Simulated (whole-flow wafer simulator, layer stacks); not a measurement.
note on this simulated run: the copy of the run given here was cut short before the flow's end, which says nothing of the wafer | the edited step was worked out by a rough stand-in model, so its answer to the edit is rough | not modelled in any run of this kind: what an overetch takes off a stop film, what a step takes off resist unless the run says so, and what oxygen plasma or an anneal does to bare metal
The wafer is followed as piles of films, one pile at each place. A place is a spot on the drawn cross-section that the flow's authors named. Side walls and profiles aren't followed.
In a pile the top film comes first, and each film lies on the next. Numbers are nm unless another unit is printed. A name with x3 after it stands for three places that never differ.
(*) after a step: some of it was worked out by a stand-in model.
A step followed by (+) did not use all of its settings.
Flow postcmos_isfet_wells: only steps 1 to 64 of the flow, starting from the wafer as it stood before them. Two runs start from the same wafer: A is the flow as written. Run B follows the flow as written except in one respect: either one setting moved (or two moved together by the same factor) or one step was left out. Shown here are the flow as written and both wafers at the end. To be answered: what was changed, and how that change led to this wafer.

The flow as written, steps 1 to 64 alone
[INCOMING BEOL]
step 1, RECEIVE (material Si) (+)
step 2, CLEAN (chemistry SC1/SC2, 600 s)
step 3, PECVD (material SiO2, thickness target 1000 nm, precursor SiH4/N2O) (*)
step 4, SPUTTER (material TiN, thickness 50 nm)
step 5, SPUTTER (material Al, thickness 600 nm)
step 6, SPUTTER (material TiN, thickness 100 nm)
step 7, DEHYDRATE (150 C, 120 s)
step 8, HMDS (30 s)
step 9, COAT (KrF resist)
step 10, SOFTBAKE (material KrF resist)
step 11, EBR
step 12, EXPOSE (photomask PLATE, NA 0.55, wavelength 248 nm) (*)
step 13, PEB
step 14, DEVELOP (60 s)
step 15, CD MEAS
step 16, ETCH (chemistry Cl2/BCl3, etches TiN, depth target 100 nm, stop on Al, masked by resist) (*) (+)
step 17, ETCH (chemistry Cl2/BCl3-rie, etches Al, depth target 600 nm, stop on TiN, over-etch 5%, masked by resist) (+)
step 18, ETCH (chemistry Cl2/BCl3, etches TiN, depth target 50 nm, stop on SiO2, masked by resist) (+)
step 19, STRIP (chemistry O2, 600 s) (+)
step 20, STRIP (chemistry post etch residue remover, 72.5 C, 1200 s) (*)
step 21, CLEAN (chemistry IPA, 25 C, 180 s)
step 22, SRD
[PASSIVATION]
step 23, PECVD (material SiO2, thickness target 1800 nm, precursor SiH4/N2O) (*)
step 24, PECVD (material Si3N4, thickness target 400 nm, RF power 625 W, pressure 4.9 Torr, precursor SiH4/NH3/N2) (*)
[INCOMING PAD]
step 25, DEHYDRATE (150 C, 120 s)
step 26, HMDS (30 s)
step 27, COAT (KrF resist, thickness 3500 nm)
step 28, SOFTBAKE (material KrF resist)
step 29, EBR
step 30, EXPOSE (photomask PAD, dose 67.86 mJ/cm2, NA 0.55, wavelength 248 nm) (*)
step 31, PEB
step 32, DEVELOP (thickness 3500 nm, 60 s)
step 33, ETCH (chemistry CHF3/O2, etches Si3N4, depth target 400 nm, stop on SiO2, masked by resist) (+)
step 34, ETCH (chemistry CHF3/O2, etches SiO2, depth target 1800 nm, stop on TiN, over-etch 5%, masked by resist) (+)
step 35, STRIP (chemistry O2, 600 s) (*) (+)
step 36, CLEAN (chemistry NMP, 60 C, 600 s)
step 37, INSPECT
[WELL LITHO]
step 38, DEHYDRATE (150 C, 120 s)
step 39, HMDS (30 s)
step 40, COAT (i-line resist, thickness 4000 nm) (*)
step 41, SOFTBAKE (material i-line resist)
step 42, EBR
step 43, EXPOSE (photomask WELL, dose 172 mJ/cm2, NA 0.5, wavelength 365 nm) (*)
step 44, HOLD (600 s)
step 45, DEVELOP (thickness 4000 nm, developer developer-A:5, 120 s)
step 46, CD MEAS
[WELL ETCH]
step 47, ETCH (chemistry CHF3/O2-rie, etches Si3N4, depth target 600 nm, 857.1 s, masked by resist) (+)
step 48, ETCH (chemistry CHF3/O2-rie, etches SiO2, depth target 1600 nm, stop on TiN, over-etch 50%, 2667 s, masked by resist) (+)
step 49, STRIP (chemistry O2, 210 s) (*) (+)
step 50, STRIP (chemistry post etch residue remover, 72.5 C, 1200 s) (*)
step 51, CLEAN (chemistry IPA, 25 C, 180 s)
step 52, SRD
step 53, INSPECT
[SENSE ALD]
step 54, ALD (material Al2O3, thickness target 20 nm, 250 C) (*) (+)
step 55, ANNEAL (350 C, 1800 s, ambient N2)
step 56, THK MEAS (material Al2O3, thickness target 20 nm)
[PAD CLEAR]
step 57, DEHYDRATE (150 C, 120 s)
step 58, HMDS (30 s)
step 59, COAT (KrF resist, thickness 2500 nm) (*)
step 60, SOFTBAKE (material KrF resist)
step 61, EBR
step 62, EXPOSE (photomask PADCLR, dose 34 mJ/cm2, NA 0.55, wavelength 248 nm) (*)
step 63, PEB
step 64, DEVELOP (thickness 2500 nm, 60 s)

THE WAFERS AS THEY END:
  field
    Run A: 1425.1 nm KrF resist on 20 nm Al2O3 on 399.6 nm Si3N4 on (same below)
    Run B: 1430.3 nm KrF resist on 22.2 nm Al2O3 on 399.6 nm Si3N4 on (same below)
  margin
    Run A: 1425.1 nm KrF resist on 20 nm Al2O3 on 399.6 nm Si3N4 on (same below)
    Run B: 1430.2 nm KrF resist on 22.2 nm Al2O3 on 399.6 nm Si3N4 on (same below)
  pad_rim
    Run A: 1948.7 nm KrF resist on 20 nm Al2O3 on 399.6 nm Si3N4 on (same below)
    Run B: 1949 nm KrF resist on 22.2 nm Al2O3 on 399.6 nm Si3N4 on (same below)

The reason: step 54, ALD: thickness target 22.2 nm was run, though the flow has thickness target 20 nm.
The wafer itself shows it: field has Al2O3 22.2, and step 54 as written asks for 20 nm.

How this came from the change, step by step:
  step 54, ALD (material Al2O3, thickness target 20 nm, 250 C) (*) (+)
      field, margin, well900, well1300 x3, pad_rim, pad_clr, pad_open: A +20 Al2O3 (new film) | B +22.2 Al2O3 (new film)
